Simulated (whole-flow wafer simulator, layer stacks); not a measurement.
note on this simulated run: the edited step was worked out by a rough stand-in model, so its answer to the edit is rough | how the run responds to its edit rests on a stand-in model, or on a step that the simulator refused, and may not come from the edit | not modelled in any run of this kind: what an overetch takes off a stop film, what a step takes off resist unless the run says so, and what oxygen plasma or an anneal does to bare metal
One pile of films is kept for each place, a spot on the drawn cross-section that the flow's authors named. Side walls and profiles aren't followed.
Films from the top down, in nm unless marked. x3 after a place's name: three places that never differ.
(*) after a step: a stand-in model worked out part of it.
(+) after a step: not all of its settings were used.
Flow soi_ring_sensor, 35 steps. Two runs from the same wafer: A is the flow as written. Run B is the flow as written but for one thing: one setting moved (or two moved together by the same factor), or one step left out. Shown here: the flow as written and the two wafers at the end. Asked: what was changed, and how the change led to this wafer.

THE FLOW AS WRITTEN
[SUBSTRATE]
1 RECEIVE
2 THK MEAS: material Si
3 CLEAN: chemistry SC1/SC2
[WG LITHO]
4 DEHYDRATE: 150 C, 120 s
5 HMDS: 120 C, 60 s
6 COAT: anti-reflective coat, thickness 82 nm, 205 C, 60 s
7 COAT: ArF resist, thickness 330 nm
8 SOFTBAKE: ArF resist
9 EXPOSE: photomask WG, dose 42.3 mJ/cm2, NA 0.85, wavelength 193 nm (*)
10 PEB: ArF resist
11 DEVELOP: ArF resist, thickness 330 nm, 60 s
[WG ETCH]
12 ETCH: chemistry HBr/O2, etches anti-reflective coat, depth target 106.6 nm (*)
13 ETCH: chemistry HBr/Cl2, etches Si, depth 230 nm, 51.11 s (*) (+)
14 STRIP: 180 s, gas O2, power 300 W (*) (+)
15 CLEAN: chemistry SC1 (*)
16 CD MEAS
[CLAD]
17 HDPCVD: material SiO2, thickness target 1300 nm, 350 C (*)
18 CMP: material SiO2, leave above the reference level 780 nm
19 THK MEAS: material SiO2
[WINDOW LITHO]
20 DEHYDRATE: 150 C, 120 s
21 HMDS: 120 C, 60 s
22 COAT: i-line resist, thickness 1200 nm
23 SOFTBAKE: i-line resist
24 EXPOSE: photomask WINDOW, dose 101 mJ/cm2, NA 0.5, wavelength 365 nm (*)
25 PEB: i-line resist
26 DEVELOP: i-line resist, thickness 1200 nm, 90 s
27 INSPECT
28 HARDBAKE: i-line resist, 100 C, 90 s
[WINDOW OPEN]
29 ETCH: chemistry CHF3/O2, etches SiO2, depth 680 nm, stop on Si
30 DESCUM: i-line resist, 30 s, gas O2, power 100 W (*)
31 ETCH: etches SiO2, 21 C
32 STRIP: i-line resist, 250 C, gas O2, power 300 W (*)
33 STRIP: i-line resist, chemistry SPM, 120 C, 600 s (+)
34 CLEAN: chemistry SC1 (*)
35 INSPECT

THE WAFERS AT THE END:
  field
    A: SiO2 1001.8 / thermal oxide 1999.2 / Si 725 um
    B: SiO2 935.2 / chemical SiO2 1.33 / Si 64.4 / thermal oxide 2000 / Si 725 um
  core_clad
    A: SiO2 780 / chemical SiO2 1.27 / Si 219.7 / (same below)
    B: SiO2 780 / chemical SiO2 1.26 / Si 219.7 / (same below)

The cause: step 13, ETCH: depth 155 nm was run, where the flow has depth 230 nm; step 13, ETCH: 34.5 s was run, where the flow has 51.11 s.

How the change led to this, step by step:
  13 ETCH: chemistry HBr/Cl2, etches Si, depth 230 nm, 51.11 s (*) (+)
      gap, window, field, gap_clad: A Si -220 (all of it), thermal oxide -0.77 | B Si -155
      core, core_clad: A ArF resist -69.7 | B ArF resist -47
  14 STRIP: 180 s, gas O2, power 300 W (*) (+)
      gap, window, field, gap_clad: A nothing | B chemical SiO2 +1.33 (new film), Si -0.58
      core, core_clad: A ArF resist -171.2 (all of it), anti-reflective coat -82 (all of it), chemical SiO2 +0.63, Si -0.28 | B ArF resist -193.8 (all of it), anti-reflective coat -82 (all of it), chemical SiO2 +0.62, Si -0.27
  18 CMP: material SiO2, leave above the reference level 780 nm
      gap, window, field, gap_clad: A SiO2 -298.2 | B SiO2 -364.8
